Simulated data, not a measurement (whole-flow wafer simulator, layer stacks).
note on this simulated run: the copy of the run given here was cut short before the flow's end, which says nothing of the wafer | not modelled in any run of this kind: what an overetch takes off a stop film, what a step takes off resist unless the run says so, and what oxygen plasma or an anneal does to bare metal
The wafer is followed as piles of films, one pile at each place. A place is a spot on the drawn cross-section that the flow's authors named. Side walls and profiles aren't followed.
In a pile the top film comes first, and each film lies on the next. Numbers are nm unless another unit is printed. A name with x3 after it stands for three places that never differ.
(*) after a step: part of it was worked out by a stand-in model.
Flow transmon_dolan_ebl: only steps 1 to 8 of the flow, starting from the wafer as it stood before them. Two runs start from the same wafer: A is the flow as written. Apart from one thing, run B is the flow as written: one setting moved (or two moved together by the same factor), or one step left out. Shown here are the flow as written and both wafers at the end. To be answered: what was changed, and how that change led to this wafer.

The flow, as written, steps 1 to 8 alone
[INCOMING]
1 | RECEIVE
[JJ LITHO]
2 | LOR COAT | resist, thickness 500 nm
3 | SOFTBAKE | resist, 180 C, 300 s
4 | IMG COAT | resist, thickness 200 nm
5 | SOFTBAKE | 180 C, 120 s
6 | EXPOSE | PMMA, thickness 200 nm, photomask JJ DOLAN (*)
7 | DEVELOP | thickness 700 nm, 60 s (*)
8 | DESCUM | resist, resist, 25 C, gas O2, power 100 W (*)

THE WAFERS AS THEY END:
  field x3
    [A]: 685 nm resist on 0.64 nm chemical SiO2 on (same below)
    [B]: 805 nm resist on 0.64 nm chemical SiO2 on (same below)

The reason: step 4, IMG COAT: thickness 320 nm was run, whereas the flow has thickness 200 nm.

The path from the change to this, step by step:
  4 | IMG COAT | resist, thickness 200 nm
      field x3, jj_line: A +200 resist | B +320 resist
  7 | DEVELOP | thickness 700 nm, 60 s (*)
      jj_line: A -700 resist (all of it) | B -820 resist (all of it)
